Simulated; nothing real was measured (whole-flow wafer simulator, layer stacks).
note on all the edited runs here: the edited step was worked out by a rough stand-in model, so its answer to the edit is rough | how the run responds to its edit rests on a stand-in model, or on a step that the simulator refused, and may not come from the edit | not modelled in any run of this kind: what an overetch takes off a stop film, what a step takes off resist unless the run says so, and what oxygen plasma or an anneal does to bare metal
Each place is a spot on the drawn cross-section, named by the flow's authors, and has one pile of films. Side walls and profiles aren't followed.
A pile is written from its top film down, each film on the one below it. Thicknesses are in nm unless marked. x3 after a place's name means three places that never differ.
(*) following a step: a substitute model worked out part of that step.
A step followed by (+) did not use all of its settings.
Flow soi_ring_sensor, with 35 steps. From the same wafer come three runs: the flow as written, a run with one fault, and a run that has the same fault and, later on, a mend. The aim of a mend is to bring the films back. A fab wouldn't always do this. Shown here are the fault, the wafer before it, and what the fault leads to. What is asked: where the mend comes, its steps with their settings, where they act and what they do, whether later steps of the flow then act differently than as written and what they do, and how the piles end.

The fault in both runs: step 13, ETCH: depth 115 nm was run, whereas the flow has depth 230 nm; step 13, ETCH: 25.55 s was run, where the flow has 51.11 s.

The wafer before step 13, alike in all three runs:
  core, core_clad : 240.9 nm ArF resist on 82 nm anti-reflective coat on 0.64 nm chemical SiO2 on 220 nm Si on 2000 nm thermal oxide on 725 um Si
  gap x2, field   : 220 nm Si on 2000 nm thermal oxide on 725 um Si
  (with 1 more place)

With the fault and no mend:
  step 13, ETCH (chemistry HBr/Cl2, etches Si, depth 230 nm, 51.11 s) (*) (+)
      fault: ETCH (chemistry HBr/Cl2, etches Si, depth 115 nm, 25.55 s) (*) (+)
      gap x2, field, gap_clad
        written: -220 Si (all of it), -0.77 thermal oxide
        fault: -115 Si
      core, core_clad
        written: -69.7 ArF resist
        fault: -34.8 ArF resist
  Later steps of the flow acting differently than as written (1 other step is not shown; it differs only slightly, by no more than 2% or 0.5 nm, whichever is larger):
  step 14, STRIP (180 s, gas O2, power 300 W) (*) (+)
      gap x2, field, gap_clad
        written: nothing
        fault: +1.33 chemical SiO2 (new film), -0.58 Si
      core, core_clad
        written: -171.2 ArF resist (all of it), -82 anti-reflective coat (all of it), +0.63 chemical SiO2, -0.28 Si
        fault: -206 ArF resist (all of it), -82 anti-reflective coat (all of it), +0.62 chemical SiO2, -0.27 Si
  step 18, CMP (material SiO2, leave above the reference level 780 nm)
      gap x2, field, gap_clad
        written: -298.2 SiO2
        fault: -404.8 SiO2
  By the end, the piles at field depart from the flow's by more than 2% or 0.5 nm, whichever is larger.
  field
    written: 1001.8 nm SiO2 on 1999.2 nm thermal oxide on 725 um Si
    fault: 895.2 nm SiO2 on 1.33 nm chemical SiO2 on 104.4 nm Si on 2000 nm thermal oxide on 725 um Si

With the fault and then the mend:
  After step 13 comes the mend.
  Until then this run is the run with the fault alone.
  step 13a, ETCH (chemistry HBr/Cl2, etches Si, depth 115 nm, 25.55 s) (*) (+) (a further turn of the flow's step 13, with different settings)
      gap x2, field, gap_clad
        -105 Si (all of it), -0.77 thermal oxide
      core, core_clad
        -34.8 ArF resist
  Every later step of the flow that is run acts as written at every place that is followed.
  The piles end the same as the flow's at every place that both follow.
